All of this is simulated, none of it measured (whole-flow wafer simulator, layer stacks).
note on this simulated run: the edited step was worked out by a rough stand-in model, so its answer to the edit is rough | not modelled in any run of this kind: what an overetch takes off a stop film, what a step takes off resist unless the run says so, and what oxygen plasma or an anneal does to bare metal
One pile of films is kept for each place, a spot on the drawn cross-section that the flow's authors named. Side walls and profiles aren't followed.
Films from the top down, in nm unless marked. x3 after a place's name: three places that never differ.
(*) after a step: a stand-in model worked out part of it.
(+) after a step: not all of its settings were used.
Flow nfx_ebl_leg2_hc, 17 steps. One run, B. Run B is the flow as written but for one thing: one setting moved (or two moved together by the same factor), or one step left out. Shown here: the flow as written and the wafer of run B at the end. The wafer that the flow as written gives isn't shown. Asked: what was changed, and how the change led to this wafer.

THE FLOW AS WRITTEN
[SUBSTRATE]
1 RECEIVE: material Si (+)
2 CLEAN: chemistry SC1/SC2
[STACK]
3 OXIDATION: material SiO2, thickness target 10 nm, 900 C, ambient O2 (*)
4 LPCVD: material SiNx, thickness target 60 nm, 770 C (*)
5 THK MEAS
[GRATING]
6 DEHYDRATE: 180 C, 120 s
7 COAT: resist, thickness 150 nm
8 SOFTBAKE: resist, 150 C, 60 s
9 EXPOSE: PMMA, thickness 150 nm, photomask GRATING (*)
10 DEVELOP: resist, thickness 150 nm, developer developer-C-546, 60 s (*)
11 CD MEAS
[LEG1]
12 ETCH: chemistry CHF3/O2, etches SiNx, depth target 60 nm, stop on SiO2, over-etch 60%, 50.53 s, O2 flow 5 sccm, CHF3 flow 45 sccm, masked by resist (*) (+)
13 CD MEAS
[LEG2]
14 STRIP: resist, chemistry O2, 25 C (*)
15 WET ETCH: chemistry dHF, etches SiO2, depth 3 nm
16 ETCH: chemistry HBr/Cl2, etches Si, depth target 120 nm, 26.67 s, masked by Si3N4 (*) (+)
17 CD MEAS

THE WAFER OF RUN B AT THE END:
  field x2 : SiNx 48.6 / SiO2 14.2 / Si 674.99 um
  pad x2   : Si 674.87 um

The cause: step 3, OXIDATION: thickness target 14.2 nm was run, where the flow has thickness target 10 nm.
It can be read off the wafer: field x2 has SiO2 14.2, and step 3 as written asks for 10 nm.

How the change led to this, step by step:
  3 OXIDATION: material SiO2, thickness target 10 nm, 900 C, ambient O2 (*)
      field x2, pad x2: SiO2 +14.2 (new film), chemical SiO2 -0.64 (all of it), Si -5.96 (as written it would be: SiO2 +10 (new film), chemical SiO2 -0.64 (all of it), Si -4.12)
  12 ETCH: chemistry CHF3/O2, etches SiNx, depth target 60 nm, stop on SiO2, over-etch 60%, 50.53 s, O2 flow 5 sccm, CHF3 flow 45 sccm, masked by resist (*) (+)
      pad x2: SiNx -60 (all of it), SiO2 -14.2 (all of it) (as written it would be: SiNx -60 (all of it), SiO2 -10 (all of it))
